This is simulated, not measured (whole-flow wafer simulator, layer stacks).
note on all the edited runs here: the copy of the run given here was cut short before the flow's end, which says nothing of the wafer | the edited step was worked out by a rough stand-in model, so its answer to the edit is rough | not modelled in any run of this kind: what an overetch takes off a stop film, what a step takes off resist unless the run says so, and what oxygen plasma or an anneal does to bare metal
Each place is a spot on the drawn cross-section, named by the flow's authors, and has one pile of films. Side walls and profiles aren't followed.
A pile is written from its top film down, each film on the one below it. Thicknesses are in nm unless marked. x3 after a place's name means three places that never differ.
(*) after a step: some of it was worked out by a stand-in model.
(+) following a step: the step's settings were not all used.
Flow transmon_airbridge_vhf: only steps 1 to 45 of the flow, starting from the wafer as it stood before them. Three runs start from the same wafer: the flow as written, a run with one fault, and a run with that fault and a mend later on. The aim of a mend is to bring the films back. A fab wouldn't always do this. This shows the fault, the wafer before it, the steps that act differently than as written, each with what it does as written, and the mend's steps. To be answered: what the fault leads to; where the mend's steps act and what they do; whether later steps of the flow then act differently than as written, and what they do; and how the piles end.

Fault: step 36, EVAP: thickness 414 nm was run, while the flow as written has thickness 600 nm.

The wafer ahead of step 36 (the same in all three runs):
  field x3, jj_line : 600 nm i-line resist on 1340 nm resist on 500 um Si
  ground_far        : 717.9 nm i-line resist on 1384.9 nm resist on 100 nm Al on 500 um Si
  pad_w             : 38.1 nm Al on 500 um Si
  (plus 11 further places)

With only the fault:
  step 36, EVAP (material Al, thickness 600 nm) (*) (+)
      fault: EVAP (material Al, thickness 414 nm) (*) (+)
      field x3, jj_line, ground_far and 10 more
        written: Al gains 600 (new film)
        fault: Al gains 414 (new film)
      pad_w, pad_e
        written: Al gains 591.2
        fault: Al gains 407.9
  Steps further on in the flow that do not act as written:
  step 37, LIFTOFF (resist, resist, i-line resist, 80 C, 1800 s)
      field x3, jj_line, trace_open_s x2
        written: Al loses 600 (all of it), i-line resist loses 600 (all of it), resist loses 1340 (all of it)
        fault: Al loses 414 (all of it), i-line resist loses 600 (all of it), resist loses 1340 (all of it)
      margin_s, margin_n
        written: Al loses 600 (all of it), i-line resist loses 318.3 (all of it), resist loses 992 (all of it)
        fault: Al loses 414 (all of it), i-line resist loses 318.3 (all of it), resist loses 992 (all of it)
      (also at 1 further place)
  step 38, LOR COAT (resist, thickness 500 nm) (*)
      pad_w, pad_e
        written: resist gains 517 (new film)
        fault: resist gains 532.7 (new film)
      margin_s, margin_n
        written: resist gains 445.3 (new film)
        fault: resist gains 429 (new film)
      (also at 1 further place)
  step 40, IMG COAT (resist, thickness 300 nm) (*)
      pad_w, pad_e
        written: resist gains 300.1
        fault: resist gains 308.5
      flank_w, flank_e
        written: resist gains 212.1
        fault: resist gains 218.4
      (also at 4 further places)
  At pad_w, flank_w, gap_w and 7 more, the piles at the end differ from the flow's by more than 2% or 0.5 nm, whichever is larger.
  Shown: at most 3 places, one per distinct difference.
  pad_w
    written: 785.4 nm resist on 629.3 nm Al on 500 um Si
    fault: 809.4 nm resist on 446 nm Al on 500 um Si
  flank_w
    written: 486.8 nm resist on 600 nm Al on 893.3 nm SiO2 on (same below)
    fault: 497.6 nm resist on 414 nm Al on 893.3 nm SiO2 on (same below)
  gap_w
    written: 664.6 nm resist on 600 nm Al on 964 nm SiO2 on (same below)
    fault: 678.5 nm resist on 414 nm Al on 964 nm SiO2 on (same below)

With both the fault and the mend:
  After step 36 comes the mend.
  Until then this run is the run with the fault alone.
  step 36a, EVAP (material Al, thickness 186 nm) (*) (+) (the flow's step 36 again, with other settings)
      field x3, jj_line, ground_far and 10 more
        Al gains 186
      pad_w, pad_e
        Al gains 183.3
  Every later step of the flow that is run acts as written, at every place that is followed, to within 2% or 0.5 nm, whichever is larger.
  When the end is reached, the piles differ only a little from the flow's at the places that both follow, at most by 2% or 0.5 nm, whichever is larger.
